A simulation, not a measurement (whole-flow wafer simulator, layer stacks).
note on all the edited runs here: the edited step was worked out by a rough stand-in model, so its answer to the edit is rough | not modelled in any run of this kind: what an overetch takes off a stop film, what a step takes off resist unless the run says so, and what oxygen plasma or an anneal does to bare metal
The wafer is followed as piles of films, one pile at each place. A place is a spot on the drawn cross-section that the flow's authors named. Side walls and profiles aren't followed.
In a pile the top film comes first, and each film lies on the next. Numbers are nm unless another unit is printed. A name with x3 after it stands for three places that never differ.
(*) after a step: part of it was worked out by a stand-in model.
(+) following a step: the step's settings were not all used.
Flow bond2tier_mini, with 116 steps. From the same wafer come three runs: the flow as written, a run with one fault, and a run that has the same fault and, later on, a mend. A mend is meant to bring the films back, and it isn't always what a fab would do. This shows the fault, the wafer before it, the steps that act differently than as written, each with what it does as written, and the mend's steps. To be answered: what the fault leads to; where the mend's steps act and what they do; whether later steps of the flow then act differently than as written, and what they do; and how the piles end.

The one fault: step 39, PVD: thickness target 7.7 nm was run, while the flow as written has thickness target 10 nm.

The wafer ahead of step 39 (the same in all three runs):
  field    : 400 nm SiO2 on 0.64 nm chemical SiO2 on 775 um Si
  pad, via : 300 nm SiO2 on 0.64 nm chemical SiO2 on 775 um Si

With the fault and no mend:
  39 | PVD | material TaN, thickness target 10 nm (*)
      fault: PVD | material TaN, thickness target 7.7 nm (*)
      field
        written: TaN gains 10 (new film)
        fault: TaN gains 7.7 (new film)
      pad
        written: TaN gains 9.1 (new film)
        fault: TaN gains 7.01 (new film)
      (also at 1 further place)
  Steps further on in the flow that do not act as written (1 more step, not shown, differs only slightly: by at most 2% or 0.5 nm, whichever is larger):
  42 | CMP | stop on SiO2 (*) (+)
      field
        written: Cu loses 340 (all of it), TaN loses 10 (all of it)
        fault: Cu loses 340 (all of it), TaN loses 7.7 (all of it)
  The piles end different from the flow's at pad by more than 2% or 0.5 nm, whichever is larger.
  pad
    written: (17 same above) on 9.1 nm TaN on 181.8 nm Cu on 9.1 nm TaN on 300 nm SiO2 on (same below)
    fault: (17 same above) on 9.1 nm TaN on 183.9 nm Cu on 7.01 nm TaN on 300 nm SiO2 on (same below)

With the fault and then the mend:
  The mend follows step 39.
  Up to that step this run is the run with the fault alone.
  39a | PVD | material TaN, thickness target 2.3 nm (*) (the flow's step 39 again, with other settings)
      field
        TaN gains 2.3
      pad
        TaN gains 2.09
      via
        TaN gains 2.29
  None of the later steps of the flow acts differently than as written at any place that is followed.
  At every place that both follow, the piles at the end match the flow's.
